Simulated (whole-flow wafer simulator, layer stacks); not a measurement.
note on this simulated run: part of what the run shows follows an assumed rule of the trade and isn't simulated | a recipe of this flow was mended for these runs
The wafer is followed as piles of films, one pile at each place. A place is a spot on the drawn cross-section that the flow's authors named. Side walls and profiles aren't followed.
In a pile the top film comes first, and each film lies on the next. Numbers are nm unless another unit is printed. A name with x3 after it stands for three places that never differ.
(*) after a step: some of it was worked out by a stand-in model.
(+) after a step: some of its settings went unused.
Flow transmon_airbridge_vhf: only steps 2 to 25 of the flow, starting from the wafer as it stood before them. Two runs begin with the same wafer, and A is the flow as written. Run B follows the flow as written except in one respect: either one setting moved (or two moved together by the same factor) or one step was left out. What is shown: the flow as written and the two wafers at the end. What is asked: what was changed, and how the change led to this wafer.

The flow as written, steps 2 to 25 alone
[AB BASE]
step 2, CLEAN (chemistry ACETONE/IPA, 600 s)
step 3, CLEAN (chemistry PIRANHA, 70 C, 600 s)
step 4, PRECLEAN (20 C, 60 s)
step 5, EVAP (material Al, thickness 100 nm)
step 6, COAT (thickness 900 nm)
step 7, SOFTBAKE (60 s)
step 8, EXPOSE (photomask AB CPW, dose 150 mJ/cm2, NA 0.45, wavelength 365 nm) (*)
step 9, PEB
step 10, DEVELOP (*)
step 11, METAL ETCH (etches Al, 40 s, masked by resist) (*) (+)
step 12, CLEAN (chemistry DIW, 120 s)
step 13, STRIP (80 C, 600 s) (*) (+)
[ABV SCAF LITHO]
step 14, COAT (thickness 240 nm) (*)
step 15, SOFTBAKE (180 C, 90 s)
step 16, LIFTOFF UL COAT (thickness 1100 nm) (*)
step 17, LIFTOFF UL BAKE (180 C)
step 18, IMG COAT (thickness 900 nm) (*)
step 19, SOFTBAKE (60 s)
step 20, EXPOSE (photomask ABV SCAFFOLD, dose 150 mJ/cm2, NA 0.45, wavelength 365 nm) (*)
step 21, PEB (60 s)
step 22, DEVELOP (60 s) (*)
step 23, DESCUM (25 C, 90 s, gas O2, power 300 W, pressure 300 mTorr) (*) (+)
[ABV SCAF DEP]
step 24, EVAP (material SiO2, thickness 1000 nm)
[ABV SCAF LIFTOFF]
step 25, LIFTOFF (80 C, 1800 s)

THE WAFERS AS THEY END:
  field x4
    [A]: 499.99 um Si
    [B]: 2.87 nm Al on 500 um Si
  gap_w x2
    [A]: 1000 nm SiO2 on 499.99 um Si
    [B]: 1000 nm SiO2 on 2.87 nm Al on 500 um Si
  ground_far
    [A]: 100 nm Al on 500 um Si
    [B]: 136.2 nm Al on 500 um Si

Cause: step 5, EVAP: thickness 136.2 nm was run, whereas the flow has thickness 100 nm.
The wafer itself shows it: ground_far has Al 136.2, and step 5 as written asks for 100 nm.

The path from the change to this, step by step:
  step 5, EVAP (material Al, thickness 100 nm)
      field x4, ground_far, pad_w x2, flank_w x2, gap_w x2, cpw_trace, trace_open_s x2, margin_s x3: A Al gains 100 (new film) | B Al gains 136.2 (new film)
  step 11, METAL ETCH (etches Al, 40 s, masked by resist) (*) (+)
      field x4, gap_w x2: A Al loses 86.7 (all of it), Si loses 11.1 | B Al loses 120
With metal films that touch counted as one body, field x4 has 1 body; the flow as written gives 0 bodies.
With metal films that touch counted as one body, gap_w x2 has 1 body; the flow as written gives 0 bodies.
